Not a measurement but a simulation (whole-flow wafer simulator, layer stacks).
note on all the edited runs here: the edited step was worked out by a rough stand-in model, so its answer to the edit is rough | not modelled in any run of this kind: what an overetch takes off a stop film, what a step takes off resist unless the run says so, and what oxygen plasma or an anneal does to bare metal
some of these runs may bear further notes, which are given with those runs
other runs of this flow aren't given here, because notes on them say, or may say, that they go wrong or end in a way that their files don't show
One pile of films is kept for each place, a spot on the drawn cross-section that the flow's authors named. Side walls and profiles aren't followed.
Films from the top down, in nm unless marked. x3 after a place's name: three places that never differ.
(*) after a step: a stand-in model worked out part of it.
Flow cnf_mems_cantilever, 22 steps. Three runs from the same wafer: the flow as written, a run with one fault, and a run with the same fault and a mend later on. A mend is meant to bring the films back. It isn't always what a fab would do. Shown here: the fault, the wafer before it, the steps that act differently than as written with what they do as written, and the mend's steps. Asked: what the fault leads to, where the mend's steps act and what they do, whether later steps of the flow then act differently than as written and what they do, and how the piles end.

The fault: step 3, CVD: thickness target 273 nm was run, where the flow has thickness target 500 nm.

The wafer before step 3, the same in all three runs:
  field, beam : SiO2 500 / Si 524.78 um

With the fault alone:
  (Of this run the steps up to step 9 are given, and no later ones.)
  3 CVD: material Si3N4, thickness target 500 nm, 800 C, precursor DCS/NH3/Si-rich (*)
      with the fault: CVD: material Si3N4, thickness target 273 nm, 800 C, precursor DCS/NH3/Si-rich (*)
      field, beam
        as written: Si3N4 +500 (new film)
        with the fault: Si3N4 +273 (new film)
  No later step of the flow up to step 9 acts differently than as written at any place that is followed.
  After step 9 the piles differ from the flow's by more than 2% or 0.5 nm, whichever is larger, at field, beam.
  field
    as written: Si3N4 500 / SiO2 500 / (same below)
    with the fault: Si3N4 273 / SiO2 500 / (same below)
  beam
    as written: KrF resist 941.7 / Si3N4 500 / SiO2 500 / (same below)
    with the fault: KrF resist 941.7 / Si3N4 273 / SiO2 500 / (same below)

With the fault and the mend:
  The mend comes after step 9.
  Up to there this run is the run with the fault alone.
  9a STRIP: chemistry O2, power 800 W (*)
      beam
        KrF resist -941.7 (all of it)
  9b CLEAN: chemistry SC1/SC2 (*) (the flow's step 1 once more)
      changes no film at any place that is followed
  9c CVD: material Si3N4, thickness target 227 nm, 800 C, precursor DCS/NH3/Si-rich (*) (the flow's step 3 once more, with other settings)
      field, beam
        Si3N4 +227
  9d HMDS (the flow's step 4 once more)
      changes no film at any place that is followed
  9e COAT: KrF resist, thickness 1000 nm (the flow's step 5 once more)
      field, beam
        KrF resist +1000 (new film)
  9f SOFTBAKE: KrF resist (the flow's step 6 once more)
      changes no film at any place that is followed
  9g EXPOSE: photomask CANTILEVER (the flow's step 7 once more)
      changes no film at any place that is followed
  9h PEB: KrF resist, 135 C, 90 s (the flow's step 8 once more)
      field, beam
        KrF resist -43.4
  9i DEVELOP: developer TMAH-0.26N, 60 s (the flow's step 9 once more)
      field
        KrF resist -956.6 (all of it)
      beam
        KrF resist -14.9
  No later step of the flow acts differently than as written at any place that is followed.
  At the end the piles are the same as the flow's at every place that both follow.
